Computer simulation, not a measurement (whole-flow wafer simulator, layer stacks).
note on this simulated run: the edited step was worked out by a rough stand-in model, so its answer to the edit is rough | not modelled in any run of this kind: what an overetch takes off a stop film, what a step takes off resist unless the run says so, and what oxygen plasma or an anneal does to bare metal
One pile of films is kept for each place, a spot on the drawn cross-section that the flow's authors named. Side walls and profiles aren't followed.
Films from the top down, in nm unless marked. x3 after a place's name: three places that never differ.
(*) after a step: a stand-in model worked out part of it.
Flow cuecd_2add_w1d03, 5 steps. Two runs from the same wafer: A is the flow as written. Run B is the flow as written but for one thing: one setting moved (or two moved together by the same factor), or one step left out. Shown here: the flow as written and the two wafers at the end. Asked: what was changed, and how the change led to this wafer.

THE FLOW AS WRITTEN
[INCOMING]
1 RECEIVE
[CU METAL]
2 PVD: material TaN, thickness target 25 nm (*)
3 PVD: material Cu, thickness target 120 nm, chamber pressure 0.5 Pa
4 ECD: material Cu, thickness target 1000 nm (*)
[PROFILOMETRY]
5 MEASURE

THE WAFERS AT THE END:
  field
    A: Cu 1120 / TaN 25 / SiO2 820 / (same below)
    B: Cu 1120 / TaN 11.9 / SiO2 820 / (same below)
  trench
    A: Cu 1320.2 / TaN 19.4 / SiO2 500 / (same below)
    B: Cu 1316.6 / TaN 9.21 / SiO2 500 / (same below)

The cause: step 2, PVD: thickness target 11.9 nm was run, where the flow has thickness target 25 nm.
It can be read off the wafer: field has TaN 11.9, and step 2 as written asks for 25 nm.

How the change led to this, step by step:
  2 PVD: material TaN, thickness target 25 nm (*)
      field: A TaN +25 (new film) | B TaN +11.9 (new film)
      trench: A TaN +19.4 (new film) | B TaN +9.21 (new film)
